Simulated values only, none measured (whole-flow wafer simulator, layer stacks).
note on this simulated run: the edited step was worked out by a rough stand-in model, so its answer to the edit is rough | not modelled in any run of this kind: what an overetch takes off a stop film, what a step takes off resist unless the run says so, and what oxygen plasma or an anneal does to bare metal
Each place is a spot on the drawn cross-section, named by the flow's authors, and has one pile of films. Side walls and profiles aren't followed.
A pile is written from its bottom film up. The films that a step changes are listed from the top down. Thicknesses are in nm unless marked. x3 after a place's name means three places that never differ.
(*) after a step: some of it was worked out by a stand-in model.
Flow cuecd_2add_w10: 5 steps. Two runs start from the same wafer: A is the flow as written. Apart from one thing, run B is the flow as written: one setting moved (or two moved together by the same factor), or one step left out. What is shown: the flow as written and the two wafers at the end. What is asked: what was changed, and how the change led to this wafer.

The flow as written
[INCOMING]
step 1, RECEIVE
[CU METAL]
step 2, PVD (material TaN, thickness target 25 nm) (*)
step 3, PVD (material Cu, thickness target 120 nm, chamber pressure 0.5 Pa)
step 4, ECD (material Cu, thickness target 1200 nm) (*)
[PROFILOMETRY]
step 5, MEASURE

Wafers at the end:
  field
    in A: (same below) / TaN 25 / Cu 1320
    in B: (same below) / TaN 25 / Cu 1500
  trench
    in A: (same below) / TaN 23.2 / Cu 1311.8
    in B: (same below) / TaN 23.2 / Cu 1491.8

The reason: step 4, ECD: thickness target 1380 nm was run, though the flow has thickness target 1200 nm.

How this came from the change, step by step:
  step 4, ECD (material Cu, thickness target 1200 nm) (*)
      field, trench: A +1200 Cu | B +1380 Cu
